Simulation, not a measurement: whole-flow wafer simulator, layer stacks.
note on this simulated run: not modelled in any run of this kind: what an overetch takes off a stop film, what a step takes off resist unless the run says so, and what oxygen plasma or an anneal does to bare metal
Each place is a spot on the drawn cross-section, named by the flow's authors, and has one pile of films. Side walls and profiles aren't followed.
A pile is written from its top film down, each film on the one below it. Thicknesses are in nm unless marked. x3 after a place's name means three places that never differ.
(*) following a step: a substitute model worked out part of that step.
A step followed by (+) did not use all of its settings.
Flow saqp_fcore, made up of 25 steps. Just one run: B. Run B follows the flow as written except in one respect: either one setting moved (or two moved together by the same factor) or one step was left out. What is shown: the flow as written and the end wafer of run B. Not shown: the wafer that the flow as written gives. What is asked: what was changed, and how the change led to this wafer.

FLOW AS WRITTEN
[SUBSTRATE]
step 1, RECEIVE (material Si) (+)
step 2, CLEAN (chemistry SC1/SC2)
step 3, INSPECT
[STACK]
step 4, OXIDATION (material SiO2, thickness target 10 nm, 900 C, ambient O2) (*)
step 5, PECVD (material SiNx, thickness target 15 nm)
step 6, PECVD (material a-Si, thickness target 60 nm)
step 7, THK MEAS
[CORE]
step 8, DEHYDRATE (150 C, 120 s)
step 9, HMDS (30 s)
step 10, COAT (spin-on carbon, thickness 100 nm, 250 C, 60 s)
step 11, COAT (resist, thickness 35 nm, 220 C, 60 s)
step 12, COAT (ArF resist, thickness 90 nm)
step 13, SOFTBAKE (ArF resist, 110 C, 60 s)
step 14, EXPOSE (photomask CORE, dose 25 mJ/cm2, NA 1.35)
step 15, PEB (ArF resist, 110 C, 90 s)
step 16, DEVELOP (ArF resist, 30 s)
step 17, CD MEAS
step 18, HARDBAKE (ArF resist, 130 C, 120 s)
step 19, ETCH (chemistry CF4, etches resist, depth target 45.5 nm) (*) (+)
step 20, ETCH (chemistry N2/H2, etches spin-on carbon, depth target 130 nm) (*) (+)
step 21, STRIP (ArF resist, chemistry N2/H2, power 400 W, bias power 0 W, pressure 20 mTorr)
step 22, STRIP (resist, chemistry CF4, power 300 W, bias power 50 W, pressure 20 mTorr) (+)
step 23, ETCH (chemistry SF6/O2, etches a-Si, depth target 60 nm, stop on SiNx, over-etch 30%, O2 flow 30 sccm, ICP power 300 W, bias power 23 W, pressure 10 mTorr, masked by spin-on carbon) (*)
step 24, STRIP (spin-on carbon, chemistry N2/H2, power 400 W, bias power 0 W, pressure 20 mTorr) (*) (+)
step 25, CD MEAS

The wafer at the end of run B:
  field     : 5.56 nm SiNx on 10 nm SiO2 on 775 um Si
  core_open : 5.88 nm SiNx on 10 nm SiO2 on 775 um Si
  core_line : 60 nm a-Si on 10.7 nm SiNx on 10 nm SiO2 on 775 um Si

The reason: step 5, PECVD: thickness target 10.7 nm was run, though the flow has thickness target 15 nm.
One can read it off the wafer: core_line has SiNx 10.7, and step 5 as written asks for 15 nm.

Step by step, how the change led to this:
  step 5, PECVD (material SiNx, thickness target 15 nm)
      field, core_open, core_line: +10.7 SiNx (new film) (it would be, as written: +15 SiNx (new film))
